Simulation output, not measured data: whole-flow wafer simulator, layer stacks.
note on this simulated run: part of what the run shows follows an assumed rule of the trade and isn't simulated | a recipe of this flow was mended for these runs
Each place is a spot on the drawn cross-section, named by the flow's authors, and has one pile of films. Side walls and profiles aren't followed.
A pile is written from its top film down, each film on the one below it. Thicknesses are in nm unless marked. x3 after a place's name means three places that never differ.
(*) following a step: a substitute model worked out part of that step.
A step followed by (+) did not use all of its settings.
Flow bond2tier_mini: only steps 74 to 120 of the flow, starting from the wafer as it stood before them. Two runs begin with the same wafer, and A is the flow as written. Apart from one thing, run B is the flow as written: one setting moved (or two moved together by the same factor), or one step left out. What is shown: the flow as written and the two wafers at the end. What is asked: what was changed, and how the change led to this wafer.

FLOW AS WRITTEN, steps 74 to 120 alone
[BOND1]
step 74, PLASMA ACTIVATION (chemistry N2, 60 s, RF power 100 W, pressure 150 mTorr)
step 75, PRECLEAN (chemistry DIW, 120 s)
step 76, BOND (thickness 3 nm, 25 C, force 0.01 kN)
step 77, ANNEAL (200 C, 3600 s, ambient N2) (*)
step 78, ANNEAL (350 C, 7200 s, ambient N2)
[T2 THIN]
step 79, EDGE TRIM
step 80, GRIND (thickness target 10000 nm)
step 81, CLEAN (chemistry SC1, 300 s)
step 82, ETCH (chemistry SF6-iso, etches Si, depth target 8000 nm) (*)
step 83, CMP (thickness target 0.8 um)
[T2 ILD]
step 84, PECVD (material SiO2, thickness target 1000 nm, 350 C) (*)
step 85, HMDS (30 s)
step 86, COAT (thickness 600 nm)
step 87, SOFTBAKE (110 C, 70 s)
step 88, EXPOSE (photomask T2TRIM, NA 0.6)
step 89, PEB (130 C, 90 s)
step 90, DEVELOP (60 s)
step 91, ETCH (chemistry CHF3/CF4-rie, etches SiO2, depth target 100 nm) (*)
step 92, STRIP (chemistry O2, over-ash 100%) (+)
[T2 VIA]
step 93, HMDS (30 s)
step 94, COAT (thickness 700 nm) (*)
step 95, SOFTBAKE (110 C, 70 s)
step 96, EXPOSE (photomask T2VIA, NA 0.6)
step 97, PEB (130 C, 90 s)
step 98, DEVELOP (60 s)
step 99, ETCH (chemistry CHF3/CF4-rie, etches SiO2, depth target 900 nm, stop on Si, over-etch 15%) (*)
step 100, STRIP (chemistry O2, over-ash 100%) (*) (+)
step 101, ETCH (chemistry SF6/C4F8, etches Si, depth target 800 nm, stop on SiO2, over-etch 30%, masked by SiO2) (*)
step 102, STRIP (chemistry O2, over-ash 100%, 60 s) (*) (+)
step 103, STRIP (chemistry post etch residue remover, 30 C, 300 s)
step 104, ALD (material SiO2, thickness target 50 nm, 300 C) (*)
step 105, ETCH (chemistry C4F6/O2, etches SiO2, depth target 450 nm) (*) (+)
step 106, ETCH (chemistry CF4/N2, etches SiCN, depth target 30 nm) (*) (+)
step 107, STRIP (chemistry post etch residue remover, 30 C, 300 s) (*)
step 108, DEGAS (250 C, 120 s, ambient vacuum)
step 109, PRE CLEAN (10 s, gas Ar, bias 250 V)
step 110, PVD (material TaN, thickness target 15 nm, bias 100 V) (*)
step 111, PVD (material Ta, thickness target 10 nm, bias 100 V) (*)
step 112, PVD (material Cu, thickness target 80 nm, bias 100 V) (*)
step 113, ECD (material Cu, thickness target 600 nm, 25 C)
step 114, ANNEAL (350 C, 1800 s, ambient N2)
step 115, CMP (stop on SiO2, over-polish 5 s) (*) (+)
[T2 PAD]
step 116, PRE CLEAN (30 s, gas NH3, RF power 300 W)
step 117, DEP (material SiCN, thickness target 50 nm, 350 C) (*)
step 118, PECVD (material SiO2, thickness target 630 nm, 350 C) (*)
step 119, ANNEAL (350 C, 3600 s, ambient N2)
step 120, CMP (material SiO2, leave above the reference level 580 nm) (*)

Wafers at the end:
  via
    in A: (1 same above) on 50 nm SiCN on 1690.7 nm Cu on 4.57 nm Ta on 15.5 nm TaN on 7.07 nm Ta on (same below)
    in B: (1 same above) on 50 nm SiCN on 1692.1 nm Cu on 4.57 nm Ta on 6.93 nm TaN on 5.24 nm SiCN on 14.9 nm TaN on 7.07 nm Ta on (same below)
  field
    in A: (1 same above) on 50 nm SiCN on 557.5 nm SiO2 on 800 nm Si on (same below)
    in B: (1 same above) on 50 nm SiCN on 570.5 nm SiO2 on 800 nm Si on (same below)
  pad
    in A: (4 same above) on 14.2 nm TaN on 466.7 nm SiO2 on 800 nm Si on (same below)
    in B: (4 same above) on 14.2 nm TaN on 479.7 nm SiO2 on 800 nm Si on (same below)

Cause: step 106, ETCH: depth target 10.5 nm was run, though the flow has depth target 30 nm.

Step by step, how the change led to this:
  step 106, ETCH (chemistry CF4/N2, etches SiCN, depth target 30 nm) (*) (+)
      via: A -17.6 SiCN (all of it), -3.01 TaN | B -10.5 SiCN
      field, pad: A -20 SiO2 | B -7 SiO2
  step 109, PRE CLEAN (10 s, gas Ar, bias 250 V)
      via: A -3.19 TaN | B -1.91 SiCN
  step 110, PVD (material TaN, thickness target 15 nm, bias 100 V) (*)
      via: A +6.94 TaN | B +6.93 TaN (new film)
Taking metal films that touch as one body, via has 2 bodies (between them, from the top down: SiCN 5.24); the flow as written gives 1 body.
